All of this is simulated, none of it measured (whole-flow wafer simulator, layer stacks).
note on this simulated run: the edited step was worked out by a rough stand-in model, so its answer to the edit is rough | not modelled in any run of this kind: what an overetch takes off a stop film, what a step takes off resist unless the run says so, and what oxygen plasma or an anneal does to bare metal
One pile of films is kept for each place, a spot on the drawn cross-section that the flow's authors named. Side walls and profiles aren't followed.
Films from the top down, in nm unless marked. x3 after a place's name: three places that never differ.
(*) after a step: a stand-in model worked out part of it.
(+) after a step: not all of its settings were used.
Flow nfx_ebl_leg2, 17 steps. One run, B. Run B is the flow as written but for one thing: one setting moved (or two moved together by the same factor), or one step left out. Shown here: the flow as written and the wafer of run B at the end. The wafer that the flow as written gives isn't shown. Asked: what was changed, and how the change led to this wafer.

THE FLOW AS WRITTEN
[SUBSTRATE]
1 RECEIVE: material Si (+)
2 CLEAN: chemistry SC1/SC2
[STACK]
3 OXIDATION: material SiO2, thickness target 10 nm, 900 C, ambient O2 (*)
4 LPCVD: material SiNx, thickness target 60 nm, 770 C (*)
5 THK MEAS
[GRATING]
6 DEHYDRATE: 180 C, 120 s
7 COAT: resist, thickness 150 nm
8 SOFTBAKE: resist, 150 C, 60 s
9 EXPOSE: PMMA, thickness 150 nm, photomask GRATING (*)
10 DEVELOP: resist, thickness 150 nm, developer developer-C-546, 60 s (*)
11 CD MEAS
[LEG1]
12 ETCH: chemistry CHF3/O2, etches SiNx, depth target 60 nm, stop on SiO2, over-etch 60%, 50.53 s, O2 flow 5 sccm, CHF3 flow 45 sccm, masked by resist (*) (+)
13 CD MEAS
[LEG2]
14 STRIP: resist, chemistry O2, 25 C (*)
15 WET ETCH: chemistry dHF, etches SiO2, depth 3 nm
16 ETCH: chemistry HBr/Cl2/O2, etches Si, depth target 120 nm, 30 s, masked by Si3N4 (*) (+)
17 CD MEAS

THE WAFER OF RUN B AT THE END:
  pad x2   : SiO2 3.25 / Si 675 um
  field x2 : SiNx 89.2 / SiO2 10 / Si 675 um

The cause: step 4, LPCVD: thickness target 96 nm was run, where the flow has thickness target 60 nm.

How the change led to this, step by step:
  4 LPCVD: material SiNx, thickness target 60 nm, 770 C (*)
      field x2, pad x2: SiNx +96 (new film) (as written it would be: SiNx +60 (new film))
  12 ETCH: chemistry CHF3/O2, etches SiNx, depth target 60 nm, stop on SiO2, over-etch 60%, 50.53 s, O2 flow 5 sccm, CHF3 flow 45 sccm, masked by resist (*) (+)
      pad x2: SiNx -96 (all of it) (as written it would be: SiNx -60 (all of it), SiO2 -10 (all of it))
  14 STRIP: resist, chemistry O2, 25 C (*)
      pad x2: nothing (as written it would be: chemical SiO2 +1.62 (new film), Si -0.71)
  15 WET ETCH: chemistry dHF, etches SiO2, depth 3 nm
      pad x2: SiO2 -3 (as written it would be: chemical SiO2 -1.62 (all of it))
  16 ETCH: chemistry HBr/Cl2/O2, etches Si, depth target 120 nm, 30 s, masked by Si3N4 (*) (+)
      pad x2: SiO2 -3.75 (as written it would be: Si -120)
